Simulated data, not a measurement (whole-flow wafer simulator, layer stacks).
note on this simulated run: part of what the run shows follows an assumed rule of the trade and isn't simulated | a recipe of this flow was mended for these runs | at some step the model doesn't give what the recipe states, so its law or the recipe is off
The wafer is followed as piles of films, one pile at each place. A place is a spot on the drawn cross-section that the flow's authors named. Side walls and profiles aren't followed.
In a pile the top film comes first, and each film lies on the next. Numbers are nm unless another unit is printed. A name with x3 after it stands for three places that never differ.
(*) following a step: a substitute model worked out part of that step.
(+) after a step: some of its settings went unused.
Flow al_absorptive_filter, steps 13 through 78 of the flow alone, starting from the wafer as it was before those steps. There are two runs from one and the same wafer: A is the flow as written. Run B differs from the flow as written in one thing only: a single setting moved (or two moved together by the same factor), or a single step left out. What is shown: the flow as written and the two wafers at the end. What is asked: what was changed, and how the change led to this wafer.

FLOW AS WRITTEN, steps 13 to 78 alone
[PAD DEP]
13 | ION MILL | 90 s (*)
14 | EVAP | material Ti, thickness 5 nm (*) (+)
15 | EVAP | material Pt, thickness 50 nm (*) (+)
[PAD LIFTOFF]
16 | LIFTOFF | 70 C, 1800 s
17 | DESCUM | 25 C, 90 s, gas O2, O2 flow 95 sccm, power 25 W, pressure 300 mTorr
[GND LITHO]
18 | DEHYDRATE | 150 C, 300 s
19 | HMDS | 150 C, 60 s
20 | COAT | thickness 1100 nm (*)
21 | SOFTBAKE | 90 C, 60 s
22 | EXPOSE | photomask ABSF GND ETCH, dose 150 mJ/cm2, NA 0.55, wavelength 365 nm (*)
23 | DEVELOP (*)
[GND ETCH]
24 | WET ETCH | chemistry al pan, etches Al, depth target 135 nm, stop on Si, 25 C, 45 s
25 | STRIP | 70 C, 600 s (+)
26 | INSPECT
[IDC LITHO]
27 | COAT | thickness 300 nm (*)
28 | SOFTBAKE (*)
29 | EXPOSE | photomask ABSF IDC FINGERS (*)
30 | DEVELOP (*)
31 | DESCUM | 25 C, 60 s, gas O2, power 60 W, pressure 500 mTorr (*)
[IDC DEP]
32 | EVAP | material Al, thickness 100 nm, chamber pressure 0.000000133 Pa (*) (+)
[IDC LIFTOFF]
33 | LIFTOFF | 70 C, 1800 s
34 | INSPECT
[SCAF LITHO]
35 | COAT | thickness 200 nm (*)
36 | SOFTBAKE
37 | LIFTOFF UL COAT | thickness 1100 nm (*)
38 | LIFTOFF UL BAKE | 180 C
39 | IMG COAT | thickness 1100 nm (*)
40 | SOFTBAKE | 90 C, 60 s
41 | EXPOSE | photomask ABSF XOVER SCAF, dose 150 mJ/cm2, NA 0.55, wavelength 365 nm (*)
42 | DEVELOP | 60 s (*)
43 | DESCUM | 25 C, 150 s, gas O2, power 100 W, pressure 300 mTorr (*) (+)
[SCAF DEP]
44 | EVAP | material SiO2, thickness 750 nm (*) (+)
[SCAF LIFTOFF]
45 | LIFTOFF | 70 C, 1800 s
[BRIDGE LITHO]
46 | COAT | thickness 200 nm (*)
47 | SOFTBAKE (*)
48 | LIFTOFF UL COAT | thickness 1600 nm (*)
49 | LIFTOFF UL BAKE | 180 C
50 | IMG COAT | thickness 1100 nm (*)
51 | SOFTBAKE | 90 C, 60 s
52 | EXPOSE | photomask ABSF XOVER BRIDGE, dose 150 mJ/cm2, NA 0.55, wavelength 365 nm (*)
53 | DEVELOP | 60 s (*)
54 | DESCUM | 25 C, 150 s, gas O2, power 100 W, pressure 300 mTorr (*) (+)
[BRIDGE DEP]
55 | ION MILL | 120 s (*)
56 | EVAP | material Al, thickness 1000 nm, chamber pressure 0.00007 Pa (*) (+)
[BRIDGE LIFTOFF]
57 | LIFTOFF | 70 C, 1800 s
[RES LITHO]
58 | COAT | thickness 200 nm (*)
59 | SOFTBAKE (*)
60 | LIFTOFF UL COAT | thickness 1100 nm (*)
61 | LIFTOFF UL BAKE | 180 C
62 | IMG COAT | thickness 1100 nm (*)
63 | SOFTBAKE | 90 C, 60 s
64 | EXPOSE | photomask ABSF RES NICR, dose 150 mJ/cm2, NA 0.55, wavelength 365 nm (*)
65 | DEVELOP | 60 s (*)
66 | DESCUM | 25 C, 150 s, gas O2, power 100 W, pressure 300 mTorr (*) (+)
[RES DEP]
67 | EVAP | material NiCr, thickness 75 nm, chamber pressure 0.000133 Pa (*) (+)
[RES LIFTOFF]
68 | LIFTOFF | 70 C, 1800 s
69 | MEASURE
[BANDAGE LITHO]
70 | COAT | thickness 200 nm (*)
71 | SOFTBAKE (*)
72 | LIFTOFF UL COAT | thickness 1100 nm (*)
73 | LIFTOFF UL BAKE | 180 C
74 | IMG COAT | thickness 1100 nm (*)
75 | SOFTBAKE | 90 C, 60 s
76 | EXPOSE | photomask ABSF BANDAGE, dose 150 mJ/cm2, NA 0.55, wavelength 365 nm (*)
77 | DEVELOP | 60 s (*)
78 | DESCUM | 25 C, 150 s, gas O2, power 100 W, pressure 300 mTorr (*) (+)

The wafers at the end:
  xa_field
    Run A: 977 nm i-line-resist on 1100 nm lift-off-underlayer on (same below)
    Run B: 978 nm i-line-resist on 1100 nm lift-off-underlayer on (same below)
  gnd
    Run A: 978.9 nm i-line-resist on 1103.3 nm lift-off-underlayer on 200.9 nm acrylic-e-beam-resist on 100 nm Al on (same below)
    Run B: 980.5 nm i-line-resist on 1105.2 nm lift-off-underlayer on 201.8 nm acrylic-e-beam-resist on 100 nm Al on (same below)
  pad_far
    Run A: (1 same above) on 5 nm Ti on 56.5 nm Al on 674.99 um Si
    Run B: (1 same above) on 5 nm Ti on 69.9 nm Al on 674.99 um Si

Cause: step 13, ION MILL: 50 s was run, whereas the flow has 90 s.

The path from the change to this, step by step:
  13 | ION MILL | 90 s (*)
      gnd, ledge, res and 9 more: A -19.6 i-line-resist | B -10.9 i-line-resist
      pad_far, pad_near: A -30.2 Al | B -16.8 Al
  35 | COAT | thickness 200 nm (*)
      ledge: A +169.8 acrylic-e-beam-resist (new film) | B +174.4 acrylic-e-beam-resist (new film)
  45 | LIFTOFF | 70 C, 1800 s
      ledge: A -750 SiO2 (all of it), -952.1 i-line-resist (all of it), -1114 lift-off-underlayer (all of it), -169.8 acrylic-e-beam-resist (all of it) | B -750 SiO2 (all of it), -951.1 i-line-resist (all of it), -1114.2 lift-off-underlayer (all of it), -174.4 acrylic-e-beam-resist (all of it)
  46 | COAT | thickness 200 nm (*)
      ledge: A +169.8 acrylic-e-beam-resist (new film) | B +174.4 acrylic-e-beam-resist (new film)
  57 | LIFTOFF | 70 C, 1800 s
      ledge: A -1000 Al (all of it), -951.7 i-line-resist (all of it), -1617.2 lift-off-underlayer (all of it), -169.8 acrylic-e-beam-resist (all of it) | B -1000 Al (all of it), -950.9 i-line-resist (all of it), -1617.3 lift-off-underlayer (all of it), -174.4 acrylic-e-beam-resist (all of it)
  58 | COAT | thickness 200 nm (*)
      ledge: A +169.8 acrylic-e-beam-resist (new film) | B +174.4 acrylic-e-beam-resist (new film)
  66 | DESCUM | 25 C, 150 s, gas O2, power 100 W, pressure 300 mTorr (*) (+)
      ledge: A -169.8 acrylic-e-beam-resist (all of it) | B -174.4 acrylic-e-beam-resist (all of it)
  70 | COAT | thickness 200 nm (*)
      ledge: A +167 acrylic-e-beam-resist (new film) | B +171.4 acrylic-e-beam-resist (new film)
